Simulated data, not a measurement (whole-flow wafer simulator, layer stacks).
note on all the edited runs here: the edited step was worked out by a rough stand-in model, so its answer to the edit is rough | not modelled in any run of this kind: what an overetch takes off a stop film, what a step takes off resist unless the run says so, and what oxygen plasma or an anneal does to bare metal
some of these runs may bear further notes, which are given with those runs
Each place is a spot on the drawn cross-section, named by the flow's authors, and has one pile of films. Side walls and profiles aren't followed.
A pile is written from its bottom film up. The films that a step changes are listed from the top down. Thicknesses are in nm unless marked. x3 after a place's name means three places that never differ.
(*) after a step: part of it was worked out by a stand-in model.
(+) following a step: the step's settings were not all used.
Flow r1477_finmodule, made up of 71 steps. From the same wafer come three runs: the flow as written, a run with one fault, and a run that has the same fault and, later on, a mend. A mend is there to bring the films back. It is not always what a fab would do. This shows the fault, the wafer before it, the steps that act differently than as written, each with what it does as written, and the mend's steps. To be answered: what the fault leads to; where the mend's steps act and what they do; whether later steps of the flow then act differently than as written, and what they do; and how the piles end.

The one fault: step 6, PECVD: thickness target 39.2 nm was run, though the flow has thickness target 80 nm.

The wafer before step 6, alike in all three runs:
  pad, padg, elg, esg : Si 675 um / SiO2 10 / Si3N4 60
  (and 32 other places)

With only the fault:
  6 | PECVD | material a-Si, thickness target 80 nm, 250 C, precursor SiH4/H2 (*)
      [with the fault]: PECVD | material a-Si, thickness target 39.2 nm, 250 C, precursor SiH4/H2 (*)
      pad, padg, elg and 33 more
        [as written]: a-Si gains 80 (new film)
        [with the fault]: a-Si gains 39.2 (new film)
  Later steps of the flow acting differently than as written (not shown: 2 more steps that differ only slightly, by at most 2% or 0.5 nm, whichever is larger):
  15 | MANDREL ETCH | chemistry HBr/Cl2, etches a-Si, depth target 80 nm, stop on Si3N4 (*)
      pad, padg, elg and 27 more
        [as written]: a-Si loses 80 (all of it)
        [with the fault]: a-Si loses 39.2 (all of it)
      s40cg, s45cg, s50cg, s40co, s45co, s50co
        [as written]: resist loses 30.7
        [with the fault]: resist loses 22.5
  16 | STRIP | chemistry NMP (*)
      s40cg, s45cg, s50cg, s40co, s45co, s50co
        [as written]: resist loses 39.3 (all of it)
        [with the fault]: resist loses 47.5 (all of it)
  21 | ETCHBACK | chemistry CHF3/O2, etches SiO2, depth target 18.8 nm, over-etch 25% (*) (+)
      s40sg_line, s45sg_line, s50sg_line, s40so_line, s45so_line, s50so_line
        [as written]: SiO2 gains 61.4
        [with the fault]: SiO2 gains 20.6
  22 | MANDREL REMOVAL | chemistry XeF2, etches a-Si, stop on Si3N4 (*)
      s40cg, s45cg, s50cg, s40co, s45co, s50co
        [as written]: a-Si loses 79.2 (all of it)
        [with the fault]: a-Si loses 38.4 (all of it)
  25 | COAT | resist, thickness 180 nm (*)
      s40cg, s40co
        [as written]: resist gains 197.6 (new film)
        [with the fault]: resist gains 187.4 (new film)
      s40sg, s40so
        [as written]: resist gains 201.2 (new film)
        [with the fault]: resist gains 191 (new film)
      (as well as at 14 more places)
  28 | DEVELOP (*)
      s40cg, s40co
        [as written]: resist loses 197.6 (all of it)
        [with the fault]: resist loses 187.4 (all of it)
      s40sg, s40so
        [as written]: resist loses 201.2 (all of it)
        [with the fault]: resist loses 191 (all of it)
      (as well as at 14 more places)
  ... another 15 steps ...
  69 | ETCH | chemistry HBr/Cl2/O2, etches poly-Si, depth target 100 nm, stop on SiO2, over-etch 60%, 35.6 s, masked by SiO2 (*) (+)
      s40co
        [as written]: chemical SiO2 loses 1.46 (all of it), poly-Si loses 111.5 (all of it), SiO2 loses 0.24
        [with the fault]: chemical SiO2 loses 1.39 (all of it), poly-Si loses 138.9 (all of it), SiO2 loses 0.11
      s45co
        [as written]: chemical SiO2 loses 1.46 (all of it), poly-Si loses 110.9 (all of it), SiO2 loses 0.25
        [with the fault]: chemical SiO2 loses 1.39 (all of it), poly-Si loses 138.9 (all of it), SiO2 loses 0.11
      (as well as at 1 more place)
  By the end, the piles at pad, padg, elg and 27 more depart from the flow's by more than 2% or 0.5 nm, whichever is larger.
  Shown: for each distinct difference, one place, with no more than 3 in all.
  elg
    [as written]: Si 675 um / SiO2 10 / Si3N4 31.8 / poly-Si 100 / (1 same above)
    [with the fault]: Si 674.99 um / SiO2 3 / poly-Si 100 / (1 same above)
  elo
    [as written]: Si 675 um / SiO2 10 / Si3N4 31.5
    [with the fault]: Si 674.99 um / SiO2 2.58
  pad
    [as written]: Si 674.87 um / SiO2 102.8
    [with the fault]: Si 674.87 um / SiO2 80

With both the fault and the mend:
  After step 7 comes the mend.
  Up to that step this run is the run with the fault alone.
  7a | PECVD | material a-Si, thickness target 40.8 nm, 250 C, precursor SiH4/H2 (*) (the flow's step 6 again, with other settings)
      pad, padg, elg and 33 more
        a-Si gains 40.8
  None of the later steps of the flow acts differently than as written at any place that is followed.
  The piles end the same as the flow's at every place that both follow.
